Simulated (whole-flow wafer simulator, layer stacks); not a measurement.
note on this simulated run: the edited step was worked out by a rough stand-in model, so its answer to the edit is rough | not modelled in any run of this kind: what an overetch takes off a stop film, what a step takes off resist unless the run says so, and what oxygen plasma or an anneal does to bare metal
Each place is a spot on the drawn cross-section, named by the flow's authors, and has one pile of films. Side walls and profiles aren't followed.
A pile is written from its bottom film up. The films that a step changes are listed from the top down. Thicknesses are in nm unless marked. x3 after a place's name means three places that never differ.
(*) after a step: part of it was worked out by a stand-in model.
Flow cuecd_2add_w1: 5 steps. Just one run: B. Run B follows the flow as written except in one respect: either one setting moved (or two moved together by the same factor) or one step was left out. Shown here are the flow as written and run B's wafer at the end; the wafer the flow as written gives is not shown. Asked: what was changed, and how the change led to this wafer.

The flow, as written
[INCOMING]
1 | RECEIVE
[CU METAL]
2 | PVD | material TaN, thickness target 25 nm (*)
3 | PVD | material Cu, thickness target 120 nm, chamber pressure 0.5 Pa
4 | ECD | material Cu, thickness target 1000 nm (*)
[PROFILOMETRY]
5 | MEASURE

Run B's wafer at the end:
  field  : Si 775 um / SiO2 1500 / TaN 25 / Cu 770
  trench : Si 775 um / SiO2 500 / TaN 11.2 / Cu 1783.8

What caused this: step 4, ECD: thickness target 650 nm was run, though the flow has thickness target 1000 nm.

Step by step, how the change led to this:
  4 | ECD | material Cu, thickness target 1000 nm (*)
      field: +650 Cu (as written it would have been: +1000 Cu)
      trench: +1730.2 Cu (as written it would have been: +2080.2 Cu)
